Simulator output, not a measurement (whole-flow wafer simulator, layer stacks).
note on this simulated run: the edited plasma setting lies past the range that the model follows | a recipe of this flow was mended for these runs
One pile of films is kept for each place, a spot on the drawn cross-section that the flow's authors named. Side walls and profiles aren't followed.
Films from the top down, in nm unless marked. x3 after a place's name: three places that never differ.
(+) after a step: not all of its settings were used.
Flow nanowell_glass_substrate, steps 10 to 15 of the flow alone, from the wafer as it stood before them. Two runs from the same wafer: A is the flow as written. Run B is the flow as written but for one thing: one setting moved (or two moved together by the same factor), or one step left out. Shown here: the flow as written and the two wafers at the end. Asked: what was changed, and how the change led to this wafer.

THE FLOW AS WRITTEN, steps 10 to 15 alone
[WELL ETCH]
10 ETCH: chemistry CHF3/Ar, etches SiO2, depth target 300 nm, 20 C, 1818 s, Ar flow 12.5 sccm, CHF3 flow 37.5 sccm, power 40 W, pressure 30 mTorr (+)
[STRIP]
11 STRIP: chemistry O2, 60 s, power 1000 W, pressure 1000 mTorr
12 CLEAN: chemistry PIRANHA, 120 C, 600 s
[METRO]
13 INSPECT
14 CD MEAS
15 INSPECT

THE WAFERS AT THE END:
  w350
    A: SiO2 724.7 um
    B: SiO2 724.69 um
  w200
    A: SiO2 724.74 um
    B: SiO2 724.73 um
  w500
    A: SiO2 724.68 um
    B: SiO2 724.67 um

The cause: step 10, ETCH: Ar flow 5 sccm was run, where the flow has Ar flow 12.5 sccm.

How the change led to this, step by step:
  10 ETCH: chemistry CHF3/Ar, etches SiO2, depth target 300 nm, 20 C, 1818 s, Ar flow 12.5 sccm, CHF3 flow 37.5 sccm, power 40 W, pressure 30 mTorr (+)
      land: A UV-NIL-ACRYLATE -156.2 | B UV-NIL-ACRYLATE -151.6
      w350: A SiO2 -300 | B SiO2 -314.5
      (and at 3 more places)
  11 STRIP: chemistry O2, 60 s, power 1000 W, pressure 1000 mTorr
      land: A UV-NIL-ACRYLATE -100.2 (all of it) | B UV-NIL-ACRYLATE -104.8 (all of it)
